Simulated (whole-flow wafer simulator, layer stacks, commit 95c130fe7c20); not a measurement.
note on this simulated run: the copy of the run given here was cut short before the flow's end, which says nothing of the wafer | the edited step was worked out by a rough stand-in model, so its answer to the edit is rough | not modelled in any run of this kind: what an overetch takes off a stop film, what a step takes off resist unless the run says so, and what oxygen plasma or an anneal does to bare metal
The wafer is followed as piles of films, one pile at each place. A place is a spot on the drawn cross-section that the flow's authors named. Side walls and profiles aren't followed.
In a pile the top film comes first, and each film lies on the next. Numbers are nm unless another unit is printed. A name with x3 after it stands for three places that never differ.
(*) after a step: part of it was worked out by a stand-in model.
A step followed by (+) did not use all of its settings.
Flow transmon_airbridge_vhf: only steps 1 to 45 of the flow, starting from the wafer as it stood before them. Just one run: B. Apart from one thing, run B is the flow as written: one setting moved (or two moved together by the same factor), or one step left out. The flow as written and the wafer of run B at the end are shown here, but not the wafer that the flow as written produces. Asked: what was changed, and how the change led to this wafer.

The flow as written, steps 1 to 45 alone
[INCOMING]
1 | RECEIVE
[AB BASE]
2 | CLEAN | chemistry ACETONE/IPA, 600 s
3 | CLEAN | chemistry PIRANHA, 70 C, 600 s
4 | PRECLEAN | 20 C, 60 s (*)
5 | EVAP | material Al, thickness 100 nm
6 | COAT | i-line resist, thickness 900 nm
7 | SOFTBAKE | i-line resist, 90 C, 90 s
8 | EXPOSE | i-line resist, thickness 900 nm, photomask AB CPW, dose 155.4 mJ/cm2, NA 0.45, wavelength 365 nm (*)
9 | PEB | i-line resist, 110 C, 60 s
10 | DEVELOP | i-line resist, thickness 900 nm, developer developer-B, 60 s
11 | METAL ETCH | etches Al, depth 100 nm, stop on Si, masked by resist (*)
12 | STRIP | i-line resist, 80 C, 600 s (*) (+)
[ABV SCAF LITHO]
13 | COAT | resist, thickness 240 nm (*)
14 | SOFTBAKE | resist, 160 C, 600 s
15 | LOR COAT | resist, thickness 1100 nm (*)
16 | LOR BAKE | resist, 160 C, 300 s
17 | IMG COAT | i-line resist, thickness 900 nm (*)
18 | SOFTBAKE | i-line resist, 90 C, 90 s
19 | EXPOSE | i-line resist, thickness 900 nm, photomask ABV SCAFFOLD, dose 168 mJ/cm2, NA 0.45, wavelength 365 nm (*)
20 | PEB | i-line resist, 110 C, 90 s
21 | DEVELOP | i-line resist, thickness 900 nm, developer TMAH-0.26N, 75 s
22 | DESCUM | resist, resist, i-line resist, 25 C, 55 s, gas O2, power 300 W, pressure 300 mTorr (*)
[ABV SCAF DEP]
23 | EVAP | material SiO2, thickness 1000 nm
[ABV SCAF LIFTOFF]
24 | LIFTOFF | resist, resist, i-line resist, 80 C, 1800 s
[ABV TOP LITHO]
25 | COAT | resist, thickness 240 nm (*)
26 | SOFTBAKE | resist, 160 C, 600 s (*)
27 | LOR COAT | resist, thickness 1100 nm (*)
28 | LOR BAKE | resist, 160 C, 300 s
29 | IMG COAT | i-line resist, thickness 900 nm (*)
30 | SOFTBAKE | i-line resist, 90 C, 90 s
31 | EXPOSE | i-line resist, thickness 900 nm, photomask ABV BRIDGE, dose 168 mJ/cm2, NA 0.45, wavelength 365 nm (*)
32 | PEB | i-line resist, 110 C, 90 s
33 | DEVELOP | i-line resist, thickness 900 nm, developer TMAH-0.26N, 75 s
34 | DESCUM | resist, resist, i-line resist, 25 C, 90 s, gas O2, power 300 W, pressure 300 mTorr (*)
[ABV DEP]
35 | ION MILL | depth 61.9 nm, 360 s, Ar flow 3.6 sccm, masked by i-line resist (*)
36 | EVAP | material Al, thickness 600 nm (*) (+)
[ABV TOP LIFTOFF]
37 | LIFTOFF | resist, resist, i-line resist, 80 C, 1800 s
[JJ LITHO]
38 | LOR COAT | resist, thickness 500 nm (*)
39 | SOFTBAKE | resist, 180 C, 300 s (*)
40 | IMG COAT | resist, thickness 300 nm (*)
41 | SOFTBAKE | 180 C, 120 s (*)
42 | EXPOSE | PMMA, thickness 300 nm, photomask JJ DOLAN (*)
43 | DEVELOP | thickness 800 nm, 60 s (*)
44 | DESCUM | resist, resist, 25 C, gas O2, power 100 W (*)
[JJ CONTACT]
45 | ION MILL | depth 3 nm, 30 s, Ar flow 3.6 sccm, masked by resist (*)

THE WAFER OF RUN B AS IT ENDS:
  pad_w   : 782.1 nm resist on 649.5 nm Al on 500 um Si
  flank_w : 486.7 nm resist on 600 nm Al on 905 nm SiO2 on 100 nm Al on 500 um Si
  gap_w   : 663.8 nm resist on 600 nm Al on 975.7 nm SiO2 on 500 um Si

Cause: step 35, ION MILL: 243 s was run, whereas the flow has 360 s.

How this came from the change, step by step:
  35 | ION MILL | depth 61.9 nm, 360 s, Ar flow 3.6 sccm, masked by i-line resist (*)
      field x3, jj_line, ground_far, trace_open_s x2, margin_s, margin_n: -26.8 i-line resist (in the flow as written it would be: -39.7 i-line resist)
      flank_w, gap_w, cpw_trace, gap_e, flank_e, bridge_strip: -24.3 SiO2 (in the flow as written it would be: -36 SiO2)
      (also at 2 further places)
  37 | LIFTOFF | resist, resist, i-line resist, 80 C, 1800 s
      field x3, jj_line, trace_open_s x2: -600 Al (all of it), -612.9 i-line resist (all of it), -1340 resist (all of it) (in the flow as written it would be: -600 Al (all of it), -600 i-line resist (all of it), -1340 resist (all of it))
      margin_s, margin_n: -600 Al (all of it), -331.2 i-line resist (all of it), -992 resist (all of it) (in the flow as written it would be: -600 Al (all of it), -318.3 i-line resist (all of it), -992 resist (all of it))
